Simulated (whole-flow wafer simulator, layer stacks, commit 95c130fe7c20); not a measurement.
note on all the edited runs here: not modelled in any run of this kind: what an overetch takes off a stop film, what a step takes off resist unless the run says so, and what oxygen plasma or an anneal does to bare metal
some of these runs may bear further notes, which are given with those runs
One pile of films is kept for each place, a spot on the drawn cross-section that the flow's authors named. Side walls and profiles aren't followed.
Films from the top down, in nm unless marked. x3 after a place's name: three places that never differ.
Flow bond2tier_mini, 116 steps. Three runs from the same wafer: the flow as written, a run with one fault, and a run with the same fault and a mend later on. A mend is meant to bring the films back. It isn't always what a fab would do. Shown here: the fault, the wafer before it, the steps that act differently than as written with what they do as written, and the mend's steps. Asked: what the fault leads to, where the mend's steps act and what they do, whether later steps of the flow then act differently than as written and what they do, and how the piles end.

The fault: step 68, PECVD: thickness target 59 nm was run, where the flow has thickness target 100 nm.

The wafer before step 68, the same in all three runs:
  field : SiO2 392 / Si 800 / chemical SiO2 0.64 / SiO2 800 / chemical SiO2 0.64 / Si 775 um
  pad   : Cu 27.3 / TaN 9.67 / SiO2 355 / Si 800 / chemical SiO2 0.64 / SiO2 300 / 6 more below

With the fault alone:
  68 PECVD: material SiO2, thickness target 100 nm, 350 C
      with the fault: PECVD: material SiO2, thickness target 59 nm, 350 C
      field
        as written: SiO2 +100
        with the fault: SiO2 +59
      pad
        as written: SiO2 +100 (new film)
        with the fault: SiO2 +59 (new film)
  Later steps of the flow that act differently than as written (2 more steps differ only slightly, by at most 2% or 0.5 nm, whichever is larger, and aren't shown):
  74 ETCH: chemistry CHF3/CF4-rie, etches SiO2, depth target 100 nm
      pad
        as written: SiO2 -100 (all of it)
        with the fault: SiO2 -59 (all of it), Cu -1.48
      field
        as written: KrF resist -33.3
        with the fault: KrF resist -29.5
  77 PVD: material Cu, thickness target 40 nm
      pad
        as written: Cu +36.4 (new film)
        with the fault: Cu +37.8 (new film)
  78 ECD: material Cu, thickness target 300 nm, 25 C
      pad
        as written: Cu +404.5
        with the fault: Cu +363.2
  At the end the piles differ from the flow's by more than 2% or 0.5 nm, whichever is larger, at field, pad.
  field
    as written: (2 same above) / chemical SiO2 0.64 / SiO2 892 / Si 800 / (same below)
    with the fault: (2 same above) / chemical SiO2 0.64 / SiO2 851 / Si 800 / (same below)
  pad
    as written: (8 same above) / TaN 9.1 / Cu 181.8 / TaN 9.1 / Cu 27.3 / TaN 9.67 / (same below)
    with the fault: (8 same above) / TaN 9.1 / Cu 141.9 / TaN 9.5 / Cu 25.9 / TaN 9.67 / (same below)

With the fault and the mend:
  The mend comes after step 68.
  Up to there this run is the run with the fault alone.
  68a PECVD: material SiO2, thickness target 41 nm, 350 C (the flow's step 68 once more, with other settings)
      field, pad
        SiO2 +41
  No later step of the flow acts differently than as written at any place that is followed.
  At the end the piles are the same as the flow's at every place that both follow.
